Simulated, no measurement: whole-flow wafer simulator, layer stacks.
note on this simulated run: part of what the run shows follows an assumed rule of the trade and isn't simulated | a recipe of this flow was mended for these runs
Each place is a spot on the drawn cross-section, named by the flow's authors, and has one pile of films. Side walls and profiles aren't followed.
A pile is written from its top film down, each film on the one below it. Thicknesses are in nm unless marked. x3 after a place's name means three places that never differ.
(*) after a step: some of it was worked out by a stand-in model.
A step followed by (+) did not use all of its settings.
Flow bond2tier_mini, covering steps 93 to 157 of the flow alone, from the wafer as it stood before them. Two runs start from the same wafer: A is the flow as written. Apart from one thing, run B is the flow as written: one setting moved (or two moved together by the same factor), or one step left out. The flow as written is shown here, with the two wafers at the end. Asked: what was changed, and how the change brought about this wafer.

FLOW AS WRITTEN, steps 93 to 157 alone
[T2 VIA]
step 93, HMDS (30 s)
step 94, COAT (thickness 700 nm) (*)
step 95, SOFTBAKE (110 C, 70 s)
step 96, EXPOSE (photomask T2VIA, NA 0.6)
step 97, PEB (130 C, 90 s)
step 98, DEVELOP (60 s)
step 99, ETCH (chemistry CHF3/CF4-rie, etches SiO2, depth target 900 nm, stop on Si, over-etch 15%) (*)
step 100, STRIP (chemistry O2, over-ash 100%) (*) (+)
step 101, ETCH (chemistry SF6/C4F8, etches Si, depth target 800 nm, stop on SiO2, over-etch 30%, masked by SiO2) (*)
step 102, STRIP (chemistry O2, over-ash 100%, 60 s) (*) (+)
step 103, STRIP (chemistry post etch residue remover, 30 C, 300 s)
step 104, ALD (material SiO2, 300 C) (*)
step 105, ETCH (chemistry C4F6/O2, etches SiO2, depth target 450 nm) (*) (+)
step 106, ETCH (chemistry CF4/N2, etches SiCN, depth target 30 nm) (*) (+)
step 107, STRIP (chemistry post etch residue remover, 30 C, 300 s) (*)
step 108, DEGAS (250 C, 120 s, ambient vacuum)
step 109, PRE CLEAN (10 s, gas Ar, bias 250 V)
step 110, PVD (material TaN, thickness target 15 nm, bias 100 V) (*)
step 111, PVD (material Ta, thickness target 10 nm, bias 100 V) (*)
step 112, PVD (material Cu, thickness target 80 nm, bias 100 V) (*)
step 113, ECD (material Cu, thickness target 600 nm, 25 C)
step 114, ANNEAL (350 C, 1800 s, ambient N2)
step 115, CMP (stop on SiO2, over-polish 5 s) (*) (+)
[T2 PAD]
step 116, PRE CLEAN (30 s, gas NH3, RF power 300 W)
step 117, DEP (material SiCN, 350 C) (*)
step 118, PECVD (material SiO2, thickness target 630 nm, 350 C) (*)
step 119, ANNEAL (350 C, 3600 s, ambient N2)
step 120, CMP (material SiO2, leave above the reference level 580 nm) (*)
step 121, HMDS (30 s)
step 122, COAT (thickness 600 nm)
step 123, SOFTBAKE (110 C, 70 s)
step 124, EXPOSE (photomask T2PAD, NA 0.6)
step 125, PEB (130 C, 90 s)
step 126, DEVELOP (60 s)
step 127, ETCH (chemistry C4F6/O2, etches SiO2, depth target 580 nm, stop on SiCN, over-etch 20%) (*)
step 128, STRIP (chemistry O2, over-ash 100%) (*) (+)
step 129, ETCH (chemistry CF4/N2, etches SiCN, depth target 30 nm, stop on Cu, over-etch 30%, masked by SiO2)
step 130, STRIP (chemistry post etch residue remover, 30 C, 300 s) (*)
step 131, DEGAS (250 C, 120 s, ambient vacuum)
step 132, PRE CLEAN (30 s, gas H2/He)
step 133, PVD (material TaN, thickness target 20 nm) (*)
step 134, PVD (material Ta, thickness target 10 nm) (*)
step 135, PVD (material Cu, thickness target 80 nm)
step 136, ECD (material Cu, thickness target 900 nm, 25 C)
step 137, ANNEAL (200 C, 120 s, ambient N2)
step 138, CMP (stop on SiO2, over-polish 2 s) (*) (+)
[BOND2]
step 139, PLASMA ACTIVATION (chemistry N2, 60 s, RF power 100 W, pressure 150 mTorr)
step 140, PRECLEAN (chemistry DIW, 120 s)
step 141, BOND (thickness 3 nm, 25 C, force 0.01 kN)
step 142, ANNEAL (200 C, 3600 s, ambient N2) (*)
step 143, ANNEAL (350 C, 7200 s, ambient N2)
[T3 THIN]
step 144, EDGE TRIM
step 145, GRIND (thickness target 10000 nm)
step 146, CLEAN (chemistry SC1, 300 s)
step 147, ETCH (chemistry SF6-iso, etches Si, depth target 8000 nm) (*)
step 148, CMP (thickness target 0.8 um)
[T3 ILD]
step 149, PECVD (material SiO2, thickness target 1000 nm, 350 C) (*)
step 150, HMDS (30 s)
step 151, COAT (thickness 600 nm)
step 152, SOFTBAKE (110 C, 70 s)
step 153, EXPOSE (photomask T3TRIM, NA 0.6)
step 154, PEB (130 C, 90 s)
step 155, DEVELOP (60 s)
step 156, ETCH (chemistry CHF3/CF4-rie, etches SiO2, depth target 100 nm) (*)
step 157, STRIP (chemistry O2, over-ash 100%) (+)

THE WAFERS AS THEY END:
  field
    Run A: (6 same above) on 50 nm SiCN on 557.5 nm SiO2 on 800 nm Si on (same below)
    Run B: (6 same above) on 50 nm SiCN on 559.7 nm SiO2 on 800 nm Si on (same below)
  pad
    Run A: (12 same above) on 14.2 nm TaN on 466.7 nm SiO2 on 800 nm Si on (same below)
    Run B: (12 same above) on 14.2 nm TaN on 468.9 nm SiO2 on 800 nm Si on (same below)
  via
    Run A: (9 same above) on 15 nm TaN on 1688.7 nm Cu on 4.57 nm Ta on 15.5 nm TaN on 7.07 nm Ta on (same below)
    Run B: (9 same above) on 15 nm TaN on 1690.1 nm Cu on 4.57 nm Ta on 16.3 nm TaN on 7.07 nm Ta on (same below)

Cause: step 106, ETCH: depth target 26.8 nm was run, whereas the flow has depth target 30 nm.

The path from the change to this, step by step:
  step 106, ETCH (chemistry CF4/N2, etches SiCN, depth target 30 nm) (*) (+)
      field, pad: A -20 SiO2 | B -17.9 SiO2
      via: A -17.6 SiCN (all of it), -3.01 TaN | B -17.6 SiCN (all of it), -2.23 TaN
